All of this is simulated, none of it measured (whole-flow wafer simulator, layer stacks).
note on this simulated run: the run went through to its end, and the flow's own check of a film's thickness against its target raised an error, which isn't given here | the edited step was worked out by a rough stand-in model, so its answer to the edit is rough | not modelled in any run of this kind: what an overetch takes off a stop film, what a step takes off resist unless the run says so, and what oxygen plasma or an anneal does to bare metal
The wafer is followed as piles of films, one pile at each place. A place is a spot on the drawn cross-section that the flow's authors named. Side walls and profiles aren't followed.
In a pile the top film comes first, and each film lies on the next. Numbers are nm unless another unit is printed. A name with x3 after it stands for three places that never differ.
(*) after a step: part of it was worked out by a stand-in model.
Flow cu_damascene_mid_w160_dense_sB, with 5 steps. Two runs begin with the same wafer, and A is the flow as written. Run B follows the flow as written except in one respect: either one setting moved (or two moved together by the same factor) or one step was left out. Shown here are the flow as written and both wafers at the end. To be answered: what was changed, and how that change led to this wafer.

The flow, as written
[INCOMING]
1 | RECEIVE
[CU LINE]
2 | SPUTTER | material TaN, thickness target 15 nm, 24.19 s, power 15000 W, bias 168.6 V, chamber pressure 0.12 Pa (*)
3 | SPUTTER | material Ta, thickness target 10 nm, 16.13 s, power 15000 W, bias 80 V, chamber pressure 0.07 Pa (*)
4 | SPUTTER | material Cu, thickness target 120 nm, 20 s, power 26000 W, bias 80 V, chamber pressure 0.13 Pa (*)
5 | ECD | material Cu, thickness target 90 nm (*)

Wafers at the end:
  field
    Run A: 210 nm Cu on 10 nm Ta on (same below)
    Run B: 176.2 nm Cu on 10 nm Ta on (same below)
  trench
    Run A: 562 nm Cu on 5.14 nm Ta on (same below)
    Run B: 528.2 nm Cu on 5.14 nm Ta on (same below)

The reason: step 5, ECD: thickness target 56.2 nm was run, though the flow has thickness target 90 nm.

The path from the change to this, step by step:
  5 | ECD | material Cu, thickness target 90 nm (*)
      field: A +90 Cu | B +56.2 Cu
      trench: A +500 Cu | B +466.2 Cu
